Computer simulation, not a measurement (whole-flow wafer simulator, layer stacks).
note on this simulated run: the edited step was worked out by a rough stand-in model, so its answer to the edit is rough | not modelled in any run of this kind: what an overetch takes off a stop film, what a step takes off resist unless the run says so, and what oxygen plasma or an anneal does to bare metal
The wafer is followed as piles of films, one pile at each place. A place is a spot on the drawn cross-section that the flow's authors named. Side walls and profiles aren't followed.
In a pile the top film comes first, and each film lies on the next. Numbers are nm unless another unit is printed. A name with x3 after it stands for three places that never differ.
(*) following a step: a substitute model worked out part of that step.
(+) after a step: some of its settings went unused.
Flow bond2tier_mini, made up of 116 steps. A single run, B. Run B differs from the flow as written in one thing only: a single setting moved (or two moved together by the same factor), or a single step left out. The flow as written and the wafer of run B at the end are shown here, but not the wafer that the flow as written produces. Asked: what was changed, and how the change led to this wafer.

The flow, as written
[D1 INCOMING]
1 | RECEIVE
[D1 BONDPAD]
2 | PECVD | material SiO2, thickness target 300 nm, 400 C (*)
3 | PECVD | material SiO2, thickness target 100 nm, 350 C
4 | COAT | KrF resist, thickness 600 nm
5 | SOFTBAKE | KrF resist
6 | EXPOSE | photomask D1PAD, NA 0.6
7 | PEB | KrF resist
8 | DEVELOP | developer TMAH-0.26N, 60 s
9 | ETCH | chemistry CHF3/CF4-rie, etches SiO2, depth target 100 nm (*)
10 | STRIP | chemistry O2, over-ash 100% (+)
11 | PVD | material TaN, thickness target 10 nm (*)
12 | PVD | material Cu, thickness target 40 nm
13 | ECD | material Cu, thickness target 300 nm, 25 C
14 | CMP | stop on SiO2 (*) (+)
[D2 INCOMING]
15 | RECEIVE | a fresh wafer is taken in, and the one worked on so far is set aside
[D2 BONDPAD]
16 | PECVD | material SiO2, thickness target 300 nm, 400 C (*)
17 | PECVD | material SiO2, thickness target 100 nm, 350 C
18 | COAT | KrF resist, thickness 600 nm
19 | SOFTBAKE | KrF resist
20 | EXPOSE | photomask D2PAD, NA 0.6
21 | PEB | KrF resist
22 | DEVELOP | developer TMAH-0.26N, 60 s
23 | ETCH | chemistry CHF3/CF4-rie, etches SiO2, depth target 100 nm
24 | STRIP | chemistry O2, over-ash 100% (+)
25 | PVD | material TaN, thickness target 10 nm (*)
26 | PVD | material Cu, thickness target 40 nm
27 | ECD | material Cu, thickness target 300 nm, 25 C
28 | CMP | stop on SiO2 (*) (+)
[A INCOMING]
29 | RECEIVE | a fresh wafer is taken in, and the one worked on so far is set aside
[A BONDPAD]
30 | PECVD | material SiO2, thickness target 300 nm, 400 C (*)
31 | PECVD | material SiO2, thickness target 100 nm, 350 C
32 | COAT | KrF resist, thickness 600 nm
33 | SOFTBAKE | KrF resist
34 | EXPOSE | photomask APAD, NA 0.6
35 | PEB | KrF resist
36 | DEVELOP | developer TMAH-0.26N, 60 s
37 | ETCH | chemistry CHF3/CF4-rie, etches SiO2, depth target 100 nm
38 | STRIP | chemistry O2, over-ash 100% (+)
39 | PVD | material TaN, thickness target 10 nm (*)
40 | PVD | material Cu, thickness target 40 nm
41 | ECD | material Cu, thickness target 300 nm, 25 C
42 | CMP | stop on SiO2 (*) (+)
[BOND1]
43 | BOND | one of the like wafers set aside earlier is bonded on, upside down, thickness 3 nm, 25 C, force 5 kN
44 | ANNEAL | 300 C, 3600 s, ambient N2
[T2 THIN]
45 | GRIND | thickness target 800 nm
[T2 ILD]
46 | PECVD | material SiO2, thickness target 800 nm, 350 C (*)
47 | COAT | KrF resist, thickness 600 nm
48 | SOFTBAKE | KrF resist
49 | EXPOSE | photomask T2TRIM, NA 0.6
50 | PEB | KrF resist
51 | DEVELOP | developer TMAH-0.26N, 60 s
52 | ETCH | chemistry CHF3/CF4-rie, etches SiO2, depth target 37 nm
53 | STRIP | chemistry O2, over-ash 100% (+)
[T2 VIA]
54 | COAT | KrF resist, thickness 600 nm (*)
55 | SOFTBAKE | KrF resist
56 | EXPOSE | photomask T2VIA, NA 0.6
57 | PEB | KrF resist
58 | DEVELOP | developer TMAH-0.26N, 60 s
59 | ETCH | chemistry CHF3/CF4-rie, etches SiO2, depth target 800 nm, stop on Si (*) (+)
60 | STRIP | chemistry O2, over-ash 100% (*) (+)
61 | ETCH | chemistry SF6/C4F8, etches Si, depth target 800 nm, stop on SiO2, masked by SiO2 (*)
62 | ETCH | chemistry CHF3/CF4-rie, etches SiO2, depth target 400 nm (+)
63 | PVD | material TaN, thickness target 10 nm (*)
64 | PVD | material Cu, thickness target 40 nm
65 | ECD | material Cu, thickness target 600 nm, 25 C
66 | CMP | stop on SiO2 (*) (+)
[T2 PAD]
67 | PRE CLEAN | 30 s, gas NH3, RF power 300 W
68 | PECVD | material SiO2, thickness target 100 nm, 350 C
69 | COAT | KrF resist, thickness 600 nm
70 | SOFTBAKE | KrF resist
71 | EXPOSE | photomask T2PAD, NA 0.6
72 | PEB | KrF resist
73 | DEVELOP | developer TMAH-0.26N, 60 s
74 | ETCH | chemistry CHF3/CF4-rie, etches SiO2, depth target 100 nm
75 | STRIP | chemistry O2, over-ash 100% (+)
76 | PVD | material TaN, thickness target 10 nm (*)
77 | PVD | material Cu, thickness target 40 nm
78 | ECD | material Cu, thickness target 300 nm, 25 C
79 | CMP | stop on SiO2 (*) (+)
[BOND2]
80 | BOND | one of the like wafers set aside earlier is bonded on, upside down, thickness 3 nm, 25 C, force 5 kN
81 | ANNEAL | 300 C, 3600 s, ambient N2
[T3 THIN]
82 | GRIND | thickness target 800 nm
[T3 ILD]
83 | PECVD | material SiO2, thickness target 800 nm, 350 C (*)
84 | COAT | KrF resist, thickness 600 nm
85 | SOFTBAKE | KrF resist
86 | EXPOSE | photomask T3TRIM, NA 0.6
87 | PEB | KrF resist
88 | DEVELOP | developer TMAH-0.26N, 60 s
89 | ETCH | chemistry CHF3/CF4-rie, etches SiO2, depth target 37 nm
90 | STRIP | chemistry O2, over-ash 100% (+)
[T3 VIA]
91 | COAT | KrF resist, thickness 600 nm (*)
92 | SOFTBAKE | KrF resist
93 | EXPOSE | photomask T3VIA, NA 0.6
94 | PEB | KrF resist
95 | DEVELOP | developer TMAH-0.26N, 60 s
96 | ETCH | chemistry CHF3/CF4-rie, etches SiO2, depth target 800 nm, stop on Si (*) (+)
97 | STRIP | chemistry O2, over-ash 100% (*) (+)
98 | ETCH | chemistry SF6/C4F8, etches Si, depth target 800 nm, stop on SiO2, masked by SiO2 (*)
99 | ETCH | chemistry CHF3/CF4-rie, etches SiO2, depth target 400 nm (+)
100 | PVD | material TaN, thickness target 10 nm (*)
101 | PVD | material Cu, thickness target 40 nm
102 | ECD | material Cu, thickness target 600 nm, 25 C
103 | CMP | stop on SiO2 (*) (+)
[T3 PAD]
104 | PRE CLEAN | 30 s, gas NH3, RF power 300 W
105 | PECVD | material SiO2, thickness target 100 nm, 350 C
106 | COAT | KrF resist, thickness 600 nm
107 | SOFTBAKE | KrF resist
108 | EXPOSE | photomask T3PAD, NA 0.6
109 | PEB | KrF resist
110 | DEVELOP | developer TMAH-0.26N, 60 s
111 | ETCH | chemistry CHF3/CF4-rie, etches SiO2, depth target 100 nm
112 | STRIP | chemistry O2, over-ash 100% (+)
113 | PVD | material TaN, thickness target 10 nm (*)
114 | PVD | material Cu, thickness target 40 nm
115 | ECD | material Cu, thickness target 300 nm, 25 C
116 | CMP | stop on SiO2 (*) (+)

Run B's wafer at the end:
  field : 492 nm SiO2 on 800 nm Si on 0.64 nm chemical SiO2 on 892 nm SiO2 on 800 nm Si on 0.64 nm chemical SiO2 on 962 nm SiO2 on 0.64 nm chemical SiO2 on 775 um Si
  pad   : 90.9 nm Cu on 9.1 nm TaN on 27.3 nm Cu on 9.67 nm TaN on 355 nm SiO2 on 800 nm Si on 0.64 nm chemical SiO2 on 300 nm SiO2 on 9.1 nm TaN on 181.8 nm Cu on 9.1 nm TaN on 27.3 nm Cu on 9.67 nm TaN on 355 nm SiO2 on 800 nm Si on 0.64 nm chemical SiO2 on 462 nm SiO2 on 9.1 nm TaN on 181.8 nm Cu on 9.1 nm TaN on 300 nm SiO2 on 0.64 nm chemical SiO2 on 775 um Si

The reason: step 2, PECVD: thickness target 462 nm was run, while the flow as written has thickness target 300 nm.
The wafer lets one read it off: pad has SiO2 462, and step 2 as written asks for 300 nm.

How this came from the change, step by step:
  2 | PECVD | material SiO2, thickness target 300 nm, 400 C (*)
      field, pad, via: SiO2 gains 462 (new film) (it would be, as written: SiO2 gains 300 (new film))
  43 | BOND | one of the like wafers set aside earlier is bonded on, upside down, thickness 3 nm, 25 C, force 5 kN
      field: Si gains 775 um (new film), chemical SiO2 gains 0.64 (new film), SiO2 gains 562 (it would be, as written: Si gains 775 um (new film), chemical SiO2 gains 0.64 (new film), SiO2 gains 400)
      pad: Si gains 775 um (new film), chemical SiO2 gains 0.64 (new film), SiO2 gains 462 (new film), TaN gains 9.1 (new film), Cu gains 90.9 (it would be, as written: Si gains 775 um (new film), chemical SiO2 gains 0.64 (new film), SiO2 gains 300 (new film), TaN gains 9.1 (new film), Cu gains 90.9)
      (also at 1 further place)
